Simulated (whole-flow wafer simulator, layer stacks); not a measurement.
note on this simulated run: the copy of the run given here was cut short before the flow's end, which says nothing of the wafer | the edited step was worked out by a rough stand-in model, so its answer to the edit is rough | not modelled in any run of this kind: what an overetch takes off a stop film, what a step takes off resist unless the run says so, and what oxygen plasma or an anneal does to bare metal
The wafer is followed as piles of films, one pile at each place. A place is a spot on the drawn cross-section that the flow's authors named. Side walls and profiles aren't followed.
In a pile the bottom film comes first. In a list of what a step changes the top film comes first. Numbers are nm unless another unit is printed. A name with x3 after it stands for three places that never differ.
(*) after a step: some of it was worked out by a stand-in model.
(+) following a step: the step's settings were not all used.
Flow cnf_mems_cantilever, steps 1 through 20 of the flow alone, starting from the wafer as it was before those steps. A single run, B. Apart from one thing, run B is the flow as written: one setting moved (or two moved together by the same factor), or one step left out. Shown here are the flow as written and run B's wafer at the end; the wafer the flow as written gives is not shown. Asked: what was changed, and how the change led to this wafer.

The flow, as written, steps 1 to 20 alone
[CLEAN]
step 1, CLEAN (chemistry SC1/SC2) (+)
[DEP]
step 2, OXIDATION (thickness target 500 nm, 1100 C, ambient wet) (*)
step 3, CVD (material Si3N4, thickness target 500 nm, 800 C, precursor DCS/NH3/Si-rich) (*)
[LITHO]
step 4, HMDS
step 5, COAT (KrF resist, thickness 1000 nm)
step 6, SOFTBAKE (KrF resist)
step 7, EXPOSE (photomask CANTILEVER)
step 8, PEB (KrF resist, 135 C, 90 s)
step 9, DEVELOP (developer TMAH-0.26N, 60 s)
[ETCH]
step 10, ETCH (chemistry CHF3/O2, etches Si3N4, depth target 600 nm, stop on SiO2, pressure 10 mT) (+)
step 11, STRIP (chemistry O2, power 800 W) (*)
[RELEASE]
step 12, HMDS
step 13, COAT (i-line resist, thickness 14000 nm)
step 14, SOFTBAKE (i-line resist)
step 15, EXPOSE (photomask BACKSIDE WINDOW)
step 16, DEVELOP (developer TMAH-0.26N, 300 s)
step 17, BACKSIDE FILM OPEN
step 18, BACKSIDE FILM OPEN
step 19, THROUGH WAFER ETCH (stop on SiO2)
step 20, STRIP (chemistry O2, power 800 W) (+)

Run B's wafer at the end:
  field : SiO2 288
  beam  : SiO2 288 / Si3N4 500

What caused this: step 2, OXIDATION: thickness target 288 nm was run, whereas the flow has thickness target 500 nm.
The wafer lets one read it off: field has SiO2 288, and step 2 as written asks for 500 nm.

The path from the change to this, step by step:
  step 2, OXIDATION (thickness target 500 nm, 1100 C, ambient wet) (*)
      field, beam: SiO2 gains 288 (new film), chemical SiO2 loses 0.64 (all of it), Si loses 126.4 (it would be, as written: SiO2 gains 500 (new film), chemical SiO2 loses 0.64 (all of it), Si loses 219.7)
  step 19, THROUGH WAFER ETCH (stop on SiO2)
      field: under 1 film: Si loses 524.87 um (all of it) (it would be, as written: under 1 film: Si loses 524.78 um (all of it))
      beam: under 2 films: Si loses 524.87 um (all of it) (it would be, as written: under 2 films: Si loses 524.78 um (all of it))
